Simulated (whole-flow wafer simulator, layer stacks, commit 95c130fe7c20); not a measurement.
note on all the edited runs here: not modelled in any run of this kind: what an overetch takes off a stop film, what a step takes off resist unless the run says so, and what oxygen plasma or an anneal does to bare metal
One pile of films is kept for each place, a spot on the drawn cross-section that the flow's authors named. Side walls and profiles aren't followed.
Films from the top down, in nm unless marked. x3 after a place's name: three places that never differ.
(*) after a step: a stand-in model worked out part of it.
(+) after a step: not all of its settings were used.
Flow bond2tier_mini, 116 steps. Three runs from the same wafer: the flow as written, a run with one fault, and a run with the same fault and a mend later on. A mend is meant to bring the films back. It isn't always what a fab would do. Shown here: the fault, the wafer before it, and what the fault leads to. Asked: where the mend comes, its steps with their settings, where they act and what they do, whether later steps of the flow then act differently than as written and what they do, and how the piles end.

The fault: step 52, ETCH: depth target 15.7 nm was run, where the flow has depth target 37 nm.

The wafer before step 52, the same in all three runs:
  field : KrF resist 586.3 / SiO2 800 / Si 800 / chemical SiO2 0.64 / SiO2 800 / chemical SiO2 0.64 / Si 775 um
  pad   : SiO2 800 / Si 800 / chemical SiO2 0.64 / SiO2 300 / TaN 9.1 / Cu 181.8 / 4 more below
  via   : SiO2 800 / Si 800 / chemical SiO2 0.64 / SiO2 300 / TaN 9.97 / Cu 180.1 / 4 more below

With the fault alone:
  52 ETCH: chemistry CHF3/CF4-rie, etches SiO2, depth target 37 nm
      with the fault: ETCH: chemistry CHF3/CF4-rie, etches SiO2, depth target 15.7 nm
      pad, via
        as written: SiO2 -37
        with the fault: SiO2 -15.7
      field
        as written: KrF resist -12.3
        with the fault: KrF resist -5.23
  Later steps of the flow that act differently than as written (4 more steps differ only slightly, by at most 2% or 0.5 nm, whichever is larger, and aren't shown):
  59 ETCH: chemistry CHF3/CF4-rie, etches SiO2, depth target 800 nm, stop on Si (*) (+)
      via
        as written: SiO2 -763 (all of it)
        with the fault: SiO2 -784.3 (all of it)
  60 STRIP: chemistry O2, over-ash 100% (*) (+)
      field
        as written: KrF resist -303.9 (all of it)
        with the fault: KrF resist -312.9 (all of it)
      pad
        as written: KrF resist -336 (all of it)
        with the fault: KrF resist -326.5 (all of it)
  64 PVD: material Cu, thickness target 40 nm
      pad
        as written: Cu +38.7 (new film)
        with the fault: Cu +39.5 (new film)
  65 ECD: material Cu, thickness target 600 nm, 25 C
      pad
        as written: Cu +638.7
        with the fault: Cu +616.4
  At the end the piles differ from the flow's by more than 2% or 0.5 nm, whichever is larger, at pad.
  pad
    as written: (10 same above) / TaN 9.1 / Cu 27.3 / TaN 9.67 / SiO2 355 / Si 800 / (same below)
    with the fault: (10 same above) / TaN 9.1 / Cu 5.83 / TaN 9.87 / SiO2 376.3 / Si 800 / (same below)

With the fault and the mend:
  The mend comes after step 52.
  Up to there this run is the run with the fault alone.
  52a ETCH: chemistry CHF3/CF4-rie, etches SiO2, depth target 21.3 nm (the flow's step 52 once more, with other settings)
      pad, via
        SiO2 -21.3
      field
        KrF resist -7.1
  No later step of the flow acts differently than as written at any place that is followed.
  At the end the piles are the same as the flow's at every place that both follow.
